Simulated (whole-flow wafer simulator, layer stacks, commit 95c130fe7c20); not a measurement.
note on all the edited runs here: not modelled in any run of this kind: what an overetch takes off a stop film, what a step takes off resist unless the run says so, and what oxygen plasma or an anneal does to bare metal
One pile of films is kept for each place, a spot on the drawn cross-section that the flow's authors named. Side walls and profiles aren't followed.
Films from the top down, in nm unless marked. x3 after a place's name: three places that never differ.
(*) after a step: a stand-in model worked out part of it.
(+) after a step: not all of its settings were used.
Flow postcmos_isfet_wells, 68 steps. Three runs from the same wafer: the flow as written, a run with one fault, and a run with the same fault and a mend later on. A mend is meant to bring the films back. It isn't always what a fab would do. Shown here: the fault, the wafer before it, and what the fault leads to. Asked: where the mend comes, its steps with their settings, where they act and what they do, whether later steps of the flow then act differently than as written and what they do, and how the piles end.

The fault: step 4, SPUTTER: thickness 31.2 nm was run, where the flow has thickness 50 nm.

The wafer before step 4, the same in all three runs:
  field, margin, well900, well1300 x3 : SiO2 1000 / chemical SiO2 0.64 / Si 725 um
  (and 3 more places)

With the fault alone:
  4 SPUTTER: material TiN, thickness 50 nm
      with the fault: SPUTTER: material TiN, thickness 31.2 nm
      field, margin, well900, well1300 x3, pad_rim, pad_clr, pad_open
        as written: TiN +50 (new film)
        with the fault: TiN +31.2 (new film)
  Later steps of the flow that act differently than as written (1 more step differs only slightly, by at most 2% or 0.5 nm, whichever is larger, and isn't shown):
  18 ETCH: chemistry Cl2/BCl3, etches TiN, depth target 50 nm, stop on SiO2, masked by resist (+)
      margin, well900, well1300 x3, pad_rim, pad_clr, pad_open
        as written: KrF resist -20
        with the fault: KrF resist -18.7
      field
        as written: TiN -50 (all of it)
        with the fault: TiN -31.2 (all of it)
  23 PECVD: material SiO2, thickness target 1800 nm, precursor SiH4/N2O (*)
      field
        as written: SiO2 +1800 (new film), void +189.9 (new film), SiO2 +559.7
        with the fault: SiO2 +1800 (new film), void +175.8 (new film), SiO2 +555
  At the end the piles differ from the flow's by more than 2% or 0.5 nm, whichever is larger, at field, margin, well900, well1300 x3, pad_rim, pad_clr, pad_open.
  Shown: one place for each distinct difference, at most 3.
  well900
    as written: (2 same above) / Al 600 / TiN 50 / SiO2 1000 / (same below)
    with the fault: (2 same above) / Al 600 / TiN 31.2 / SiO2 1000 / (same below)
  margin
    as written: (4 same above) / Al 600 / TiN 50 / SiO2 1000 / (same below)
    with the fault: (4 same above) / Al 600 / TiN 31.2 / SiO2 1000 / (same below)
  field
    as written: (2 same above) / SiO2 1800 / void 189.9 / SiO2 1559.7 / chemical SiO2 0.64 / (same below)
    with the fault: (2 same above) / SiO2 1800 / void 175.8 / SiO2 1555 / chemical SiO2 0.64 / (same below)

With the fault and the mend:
  The mend comes after step 4.
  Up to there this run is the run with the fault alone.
  4a SPUTTER: material TiN, thickness 18.8 nm (the flow's step 4 once more, with other settings)
      field, margin, well900, well1300 x3, pad_rim, pad_clr, pad_open
        TiN +18.8
  No later step of the flow acts differently than as written at any place that is followed.
  At the end the piles are the same as the flow's at every place that both follow.
